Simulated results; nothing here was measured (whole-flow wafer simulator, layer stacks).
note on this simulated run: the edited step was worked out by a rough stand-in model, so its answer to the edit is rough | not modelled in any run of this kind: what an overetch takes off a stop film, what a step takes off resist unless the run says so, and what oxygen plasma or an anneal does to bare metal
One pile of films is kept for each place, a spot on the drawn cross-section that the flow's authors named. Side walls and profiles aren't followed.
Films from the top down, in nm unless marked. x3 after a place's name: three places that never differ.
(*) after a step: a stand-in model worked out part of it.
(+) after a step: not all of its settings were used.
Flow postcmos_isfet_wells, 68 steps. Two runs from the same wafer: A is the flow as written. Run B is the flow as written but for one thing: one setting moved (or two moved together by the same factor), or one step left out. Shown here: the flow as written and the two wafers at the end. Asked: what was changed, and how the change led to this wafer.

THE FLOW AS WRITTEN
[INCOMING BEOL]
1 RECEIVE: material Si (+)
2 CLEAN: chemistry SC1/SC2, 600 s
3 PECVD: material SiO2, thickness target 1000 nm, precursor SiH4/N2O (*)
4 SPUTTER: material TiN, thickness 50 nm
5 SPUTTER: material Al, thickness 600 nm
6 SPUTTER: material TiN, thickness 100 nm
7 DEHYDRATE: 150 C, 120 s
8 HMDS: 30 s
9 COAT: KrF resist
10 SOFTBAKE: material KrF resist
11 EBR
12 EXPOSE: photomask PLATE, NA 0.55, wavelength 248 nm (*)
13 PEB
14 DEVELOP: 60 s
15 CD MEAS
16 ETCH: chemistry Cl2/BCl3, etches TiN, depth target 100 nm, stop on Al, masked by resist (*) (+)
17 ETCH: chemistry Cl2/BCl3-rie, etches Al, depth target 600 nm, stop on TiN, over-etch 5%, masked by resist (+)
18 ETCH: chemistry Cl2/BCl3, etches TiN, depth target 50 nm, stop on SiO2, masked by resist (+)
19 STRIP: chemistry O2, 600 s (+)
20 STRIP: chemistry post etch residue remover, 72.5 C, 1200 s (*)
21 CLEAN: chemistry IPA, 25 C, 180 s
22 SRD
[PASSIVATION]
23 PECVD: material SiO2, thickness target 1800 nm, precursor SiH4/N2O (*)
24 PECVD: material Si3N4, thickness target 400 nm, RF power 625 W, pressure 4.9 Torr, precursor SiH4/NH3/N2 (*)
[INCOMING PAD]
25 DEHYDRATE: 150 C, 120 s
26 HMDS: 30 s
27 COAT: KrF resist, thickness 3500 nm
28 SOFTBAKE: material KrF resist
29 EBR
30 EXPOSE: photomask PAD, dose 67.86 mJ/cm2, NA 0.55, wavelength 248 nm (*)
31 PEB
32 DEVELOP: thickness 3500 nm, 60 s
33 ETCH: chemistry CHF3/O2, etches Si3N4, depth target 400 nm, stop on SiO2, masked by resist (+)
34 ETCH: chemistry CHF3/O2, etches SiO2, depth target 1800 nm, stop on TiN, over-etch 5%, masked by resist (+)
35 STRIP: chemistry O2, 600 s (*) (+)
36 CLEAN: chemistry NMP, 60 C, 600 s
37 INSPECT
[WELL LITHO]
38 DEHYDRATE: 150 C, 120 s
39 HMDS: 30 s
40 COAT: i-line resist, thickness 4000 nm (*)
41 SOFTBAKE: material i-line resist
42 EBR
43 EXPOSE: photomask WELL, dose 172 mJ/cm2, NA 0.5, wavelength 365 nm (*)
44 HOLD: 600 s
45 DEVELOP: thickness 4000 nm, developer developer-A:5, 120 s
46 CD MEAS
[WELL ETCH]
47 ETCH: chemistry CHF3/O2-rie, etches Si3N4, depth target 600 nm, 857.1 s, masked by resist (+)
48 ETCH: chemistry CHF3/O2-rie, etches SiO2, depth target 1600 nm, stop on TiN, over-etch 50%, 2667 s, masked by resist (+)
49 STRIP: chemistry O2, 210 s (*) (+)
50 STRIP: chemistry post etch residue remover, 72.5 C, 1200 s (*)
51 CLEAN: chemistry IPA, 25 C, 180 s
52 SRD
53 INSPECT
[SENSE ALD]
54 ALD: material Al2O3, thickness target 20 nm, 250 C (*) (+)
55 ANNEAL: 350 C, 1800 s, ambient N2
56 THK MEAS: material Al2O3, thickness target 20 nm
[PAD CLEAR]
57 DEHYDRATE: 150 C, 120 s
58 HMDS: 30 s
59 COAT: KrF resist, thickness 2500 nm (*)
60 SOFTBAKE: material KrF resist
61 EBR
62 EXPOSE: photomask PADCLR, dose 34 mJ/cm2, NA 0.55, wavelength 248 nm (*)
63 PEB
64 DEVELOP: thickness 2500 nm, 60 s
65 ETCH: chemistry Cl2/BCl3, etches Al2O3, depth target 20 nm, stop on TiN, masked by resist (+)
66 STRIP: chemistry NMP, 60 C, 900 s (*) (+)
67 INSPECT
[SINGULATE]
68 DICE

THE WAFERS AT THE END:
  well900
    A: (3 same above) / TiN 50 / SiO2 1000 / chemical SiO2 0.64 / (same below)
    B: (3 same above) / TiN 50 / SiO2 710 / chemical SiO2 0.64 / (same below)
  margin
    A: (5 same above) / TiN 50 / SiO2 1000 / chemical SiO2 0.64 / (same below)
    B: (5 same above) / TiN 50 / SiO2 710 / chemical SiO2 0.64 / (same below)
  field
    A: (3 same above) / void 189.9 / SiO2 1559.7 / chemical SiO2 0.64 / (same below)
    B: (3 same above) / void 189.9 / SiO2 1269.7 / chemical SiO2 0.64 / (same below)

The cause: step 3, PECVD: thickness target 710 nm was run, where the flow has thickness target 1000 nm.
It can be read off the wafer: well900 has SiO2 710, and step 3 as written asks for 1000 nm.

How the change led to this, step by step:
  3 PECVD: material SiO2, thickness target 1000 nm, precursor SiH4/N2O (*)
      field, margin, well900, well1300 x3, pad_rim, pad_clr, pad_open: A SiO2 +1000 (new film) | B SiO2 +710 (new film)
